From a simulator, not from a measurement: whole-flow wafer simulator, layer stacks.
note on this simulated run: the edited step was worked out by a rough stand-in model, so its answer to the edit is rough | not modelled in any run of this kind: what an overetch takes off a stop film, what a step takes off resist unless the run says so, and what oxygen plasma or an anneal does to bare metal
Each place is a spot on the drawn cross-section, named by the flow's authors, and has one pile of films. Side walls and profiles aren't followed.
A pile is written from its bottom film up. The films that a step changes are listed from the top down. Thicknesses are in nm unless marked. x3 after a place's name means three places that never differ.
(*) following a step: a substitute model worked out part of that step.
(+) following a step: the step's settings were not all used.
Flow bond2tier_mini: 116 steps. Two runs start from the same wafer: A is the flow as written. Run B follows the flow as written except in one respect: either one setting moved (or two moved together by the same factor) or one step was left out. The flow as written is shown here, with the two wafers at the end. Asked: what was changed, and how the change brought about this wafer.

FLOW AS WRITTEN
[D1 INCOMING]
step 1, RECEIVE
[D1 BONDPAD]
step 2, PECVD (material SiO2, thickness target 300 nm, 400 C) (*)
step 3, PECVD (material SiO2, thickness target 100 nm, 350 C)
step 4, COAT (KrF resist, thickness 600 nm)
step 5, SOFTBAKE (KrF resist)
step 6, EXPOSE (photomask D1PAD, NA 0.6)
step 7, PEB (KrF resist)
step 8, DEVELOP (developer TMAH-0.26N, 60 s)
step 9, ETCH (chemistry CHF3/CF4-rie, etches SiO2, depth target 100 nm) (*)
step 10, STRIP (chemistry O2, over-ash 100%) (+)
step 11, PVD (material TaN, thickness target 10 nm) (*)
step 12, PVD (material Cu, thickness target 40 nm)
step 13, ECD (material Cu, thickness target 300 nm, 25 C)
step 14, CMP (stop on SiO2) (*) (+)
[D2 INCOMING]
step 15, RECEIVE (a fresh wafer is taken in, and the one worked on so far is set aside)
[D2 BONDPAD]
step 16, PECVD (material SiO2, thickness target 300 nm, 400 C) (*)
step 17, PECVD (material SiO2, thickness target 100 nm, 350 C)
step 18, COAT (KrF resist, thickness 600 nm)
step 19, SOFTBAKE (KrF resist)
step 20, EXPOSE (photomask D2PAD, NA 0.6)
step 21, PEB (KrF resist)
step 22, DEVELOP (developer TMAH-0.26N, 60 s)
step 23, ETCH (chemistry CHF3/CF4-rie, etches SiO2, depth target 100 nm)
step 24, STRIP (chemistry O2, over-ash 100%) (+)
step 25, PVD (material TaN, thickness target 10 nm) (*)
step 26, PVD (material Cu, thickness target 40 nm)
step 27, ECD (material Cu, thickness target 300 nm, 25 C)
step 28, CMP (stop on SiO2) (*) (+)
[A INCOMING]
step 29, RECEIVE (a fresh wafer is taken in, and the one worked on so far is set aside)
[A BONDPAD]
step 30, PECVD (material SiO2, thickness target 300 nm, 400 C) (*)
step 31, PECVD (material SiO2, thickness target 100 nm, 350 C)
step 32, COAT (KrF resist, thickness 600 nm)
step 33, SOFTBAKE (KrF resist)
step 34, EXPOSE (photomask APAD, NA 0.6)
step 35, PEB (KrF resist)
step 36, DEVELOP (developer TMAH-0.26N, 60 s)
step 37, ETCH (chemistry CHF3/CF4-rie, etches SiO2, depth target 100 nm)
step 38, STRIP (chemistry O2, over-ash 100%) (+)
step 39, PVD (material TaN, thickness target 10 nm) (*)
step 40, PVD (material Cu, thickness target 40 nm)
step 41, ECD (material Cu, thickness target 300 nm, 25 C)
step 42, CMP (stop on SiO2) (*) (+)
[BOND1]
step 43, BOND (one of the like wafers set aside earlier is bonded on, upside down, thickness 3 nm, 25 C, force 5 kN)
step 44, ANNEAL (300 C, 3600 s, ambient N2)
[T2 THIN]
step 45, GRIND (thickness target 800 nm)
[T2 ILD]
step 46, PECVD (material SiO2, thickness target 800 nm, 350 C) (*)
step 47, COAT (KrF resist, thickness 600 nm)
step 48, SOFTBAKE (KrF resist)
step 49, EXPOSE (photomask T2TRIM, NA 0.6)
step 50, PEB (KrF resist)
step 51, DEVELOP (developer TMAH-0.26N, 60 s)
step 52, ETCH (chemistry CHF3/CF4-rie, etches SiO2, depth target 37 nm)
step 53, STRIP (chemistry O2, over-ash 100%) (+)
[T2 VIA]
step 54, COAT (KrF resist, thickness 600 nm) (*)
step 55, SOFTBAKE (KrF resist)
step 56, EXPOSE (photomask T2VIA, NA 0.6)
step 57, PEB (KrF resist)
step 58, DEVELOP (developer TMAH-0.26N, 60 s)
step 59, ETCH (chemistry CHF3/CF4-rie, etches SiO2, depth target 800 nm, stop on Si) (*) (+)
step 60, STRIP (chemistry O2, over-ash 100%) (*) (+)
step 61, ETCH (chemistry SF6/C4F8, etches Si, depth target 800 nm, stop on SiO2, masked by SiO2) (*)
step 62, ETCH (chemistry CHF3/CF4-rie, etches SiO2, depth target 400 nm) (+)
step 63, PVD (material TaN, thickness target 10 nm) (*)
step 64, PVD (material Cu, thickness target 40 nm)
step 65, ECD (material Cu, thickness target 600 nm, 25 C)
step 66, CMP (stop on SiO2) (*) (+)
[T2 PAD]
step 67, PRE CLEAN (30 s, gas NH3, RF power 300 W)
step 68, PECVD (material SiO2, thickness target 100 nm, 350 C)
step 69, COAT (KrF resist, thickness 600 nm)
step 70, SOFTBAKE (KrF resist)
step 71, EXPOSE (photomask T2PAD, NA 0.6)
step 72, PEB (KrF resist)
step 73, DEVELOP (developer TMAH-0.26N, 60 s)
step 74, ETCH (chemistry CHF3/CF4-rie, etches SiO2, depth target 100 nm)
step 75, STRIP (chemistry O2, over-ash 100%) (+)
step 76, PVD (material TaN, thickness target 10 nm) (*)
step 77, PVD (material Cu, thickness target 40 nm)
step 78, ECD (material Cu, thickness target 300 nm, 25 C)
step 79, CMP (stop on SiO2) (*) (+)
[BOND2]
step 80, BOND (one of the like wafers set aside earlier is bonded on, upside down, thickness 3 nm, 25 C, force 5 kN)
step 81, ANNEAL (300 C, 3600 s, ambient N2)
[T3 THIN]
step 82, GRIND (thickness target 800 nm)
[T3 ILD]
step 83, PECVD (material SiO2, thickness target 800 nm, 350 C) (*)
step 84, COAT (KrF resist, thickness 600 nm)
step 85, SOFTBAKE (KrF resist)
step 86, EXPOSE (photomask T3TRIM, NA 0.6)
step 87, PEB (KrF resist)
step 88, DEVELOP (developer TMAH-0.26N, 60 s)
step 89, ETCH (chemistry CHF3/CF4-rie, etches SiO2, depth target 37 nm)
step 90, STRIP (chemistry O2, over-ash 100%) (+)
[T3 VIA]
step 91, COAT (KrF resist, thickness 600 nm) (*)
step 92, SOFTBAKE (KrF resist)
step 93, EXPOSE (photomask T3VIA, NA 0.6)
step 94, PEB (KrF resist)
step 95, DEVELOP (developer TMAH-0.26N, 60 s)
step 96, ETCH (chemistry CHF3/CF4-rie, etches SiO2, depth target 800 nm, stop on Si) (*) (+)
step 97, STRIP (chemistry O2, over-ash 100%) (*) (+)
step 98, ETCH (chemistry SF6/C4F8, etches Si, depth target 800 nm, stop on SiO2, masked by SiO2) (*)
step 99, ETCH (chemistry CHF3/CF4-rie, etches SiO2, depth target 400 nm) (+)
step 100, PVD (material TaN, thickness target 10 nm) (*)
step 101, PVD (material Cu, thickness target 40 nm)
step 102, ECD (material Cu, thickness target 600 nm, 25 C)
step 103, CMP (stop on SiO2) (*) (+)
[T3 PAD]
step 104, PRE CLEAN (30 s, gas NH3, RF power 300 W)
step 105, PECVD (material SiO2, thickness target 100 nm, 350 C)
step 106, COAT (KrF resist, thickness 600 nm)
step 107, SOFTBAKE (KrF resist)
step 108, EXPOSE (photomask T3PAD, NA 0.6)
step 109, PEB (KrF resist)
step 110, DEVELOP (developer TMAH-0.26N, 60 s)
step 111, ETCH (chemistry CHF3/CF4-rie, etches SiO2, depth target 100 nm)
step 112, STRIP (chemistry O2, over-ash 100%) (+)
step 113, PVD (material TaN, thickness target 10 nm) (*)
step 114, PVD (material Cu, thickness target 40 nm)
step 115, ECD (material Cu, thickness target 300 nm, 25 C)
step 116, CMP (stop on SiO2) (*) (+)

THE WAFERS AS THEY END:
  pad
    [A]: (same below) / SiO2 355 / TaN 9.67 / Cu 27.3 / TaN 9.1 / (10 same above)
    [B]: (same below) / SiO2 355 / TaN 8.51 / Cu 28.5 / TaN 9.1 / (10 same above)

Cause: step 63, PVD: thickness target 8.8 nm was run, whereas the flow has thickness target 10 nm.

The path from the change to this, step by step:
  step 63, PVD (material TaN, thickness target 10 nm) (*)
      field: A +10 TaN (new film) | B +8.8 TaN (new film)
      pad: A +9.67 TaN (new film) | B +8.51 TaN (new film)
  step 66, CMP (stop on SiO2) (*) (+)
      field: A -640 Cu (all of it), -10 TaN (all of it) | B -640 Cu (all of it), -8.8 TaN (all of it)
